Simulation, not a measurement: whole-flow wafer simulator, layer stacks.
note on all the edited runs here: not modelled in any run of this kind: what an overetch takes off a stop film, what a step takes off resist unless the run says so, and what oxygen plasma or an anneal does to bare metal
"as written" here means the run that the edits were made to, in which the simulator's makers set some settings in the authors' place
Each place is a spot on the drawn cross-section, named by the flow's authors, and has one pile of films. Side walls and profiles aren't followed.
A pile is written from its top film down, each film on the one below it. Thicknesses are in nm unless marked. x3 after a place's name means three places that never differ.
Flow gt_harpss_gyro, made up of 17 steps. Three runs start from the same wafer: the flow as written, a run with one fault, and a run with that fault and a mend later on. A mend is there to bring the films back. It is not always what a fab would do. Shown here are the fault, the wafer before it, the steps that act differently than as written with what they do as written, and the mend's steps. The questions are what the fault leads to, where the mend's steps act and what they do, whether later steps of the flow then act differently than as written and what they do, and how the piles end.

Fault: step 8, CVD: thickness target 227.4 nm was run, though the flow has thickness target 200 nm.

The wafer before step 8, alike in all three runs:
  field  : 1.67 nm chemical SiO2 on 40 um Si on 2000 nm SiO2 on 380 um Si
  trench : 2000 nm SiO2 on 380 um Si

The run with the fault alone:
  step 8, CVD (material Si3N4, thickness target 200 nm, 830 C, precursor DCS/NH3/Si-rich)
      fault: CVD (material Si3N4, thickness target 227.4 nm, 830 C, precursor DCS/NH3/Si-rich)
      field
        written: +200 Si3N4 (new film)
        fault: +227.4 Si3N4 (new film)
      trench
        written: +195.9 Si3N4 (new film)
        fault: +222.6 Si3N4 (new film)
  Every later step of the flow that is run acts as written at every place that is followed.
  By the end, the piles at field, trench depart from the flow's by more than 2% or 0.5 nm, whichever is larger.
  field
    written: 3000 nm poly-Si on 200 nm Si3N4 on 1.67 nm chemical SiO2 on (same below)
    fault: 3000 nm poly-Si on 227.4 nm Si3N4 on 1.67 nm chemical SiO2 on (same below)
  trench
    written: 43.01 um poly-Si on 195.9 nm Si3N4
    fault: 43.01 um poly-Si on 222.6 nm Si3N4

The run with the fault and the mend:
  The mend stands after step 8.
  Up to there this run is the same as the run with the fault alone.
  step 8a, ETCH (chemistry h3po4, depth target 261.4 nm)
      field
        -227.4 Si3N4 (all of it)
      trench
        -222.6 Si3N4 (all of it)
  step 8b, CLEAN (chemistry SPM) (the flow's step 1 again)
      leaves every film unchanged at each place that is followed
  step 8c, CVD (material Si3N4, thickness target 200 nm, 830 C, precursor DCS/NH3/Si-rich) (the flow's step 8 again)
      field
        +200 Si3N4 (new film)
      trench
        +195.9 Si3N4 (new film)
  Every later step of the flow that is run acts as written at every place that is followed.
  At every place that both follow, the piles at the end match the flow's.
